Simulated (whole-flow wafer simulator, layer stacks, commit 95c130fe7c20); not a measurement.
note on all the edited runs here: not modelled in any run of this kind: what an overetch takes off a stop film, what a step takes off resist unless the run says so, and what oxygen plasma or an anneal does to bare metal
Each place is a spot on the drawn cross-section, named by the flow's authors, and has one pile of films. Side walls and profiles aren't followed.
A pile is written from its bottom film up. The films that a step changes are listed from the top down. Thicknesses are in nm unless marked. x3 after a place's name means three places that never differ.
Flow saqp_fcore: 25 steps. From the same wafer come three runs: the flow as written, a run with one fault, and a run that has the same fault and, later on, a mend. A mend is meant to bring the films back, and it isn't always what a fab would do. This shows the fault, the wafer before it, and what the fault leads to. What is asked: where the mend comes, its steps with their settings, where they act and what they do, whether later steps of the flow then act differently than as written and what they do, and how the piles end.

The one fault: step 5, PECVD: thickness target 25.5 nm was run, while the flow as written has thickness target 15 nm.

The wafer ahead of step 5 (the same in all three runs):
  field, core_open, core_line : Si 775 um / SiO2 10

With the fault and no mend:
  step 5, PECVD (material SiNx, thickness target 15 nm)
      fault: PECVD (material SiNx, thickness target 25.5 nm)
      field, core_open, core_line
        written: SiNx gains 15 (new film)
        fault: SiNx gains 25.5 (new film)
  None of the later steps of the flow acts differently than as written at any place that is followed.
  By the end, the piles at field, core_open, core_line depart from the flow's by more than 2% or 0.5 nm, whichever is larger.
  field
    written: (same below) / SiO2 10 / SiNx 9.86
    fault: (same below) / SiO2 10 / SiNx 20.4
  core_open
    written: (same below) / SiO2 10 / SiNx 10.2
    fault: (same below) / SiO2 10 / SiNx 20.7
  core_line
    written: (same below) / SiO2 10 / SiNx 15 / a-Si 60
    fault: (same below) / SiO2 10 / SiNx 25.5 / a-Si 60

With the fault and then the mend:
  The mend stands after step 5.
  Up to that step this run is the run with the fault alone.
  step 5a, ETCH (chemistry h3po4, depth target 29.32 nm)
      field, core_open, core_line
        SiNx loses 25.5 (all of it)
  step 5b, PECVD (material SiNx, thickness target 15 nm) (the flow's step 5 again)
      field, core_open, core_line
        SiNx gains 15 (new film)
  None of the later steps of the flow acts differently than as written at any place that is followed.
  At every place that both follow, the piles at the end match the flow's.
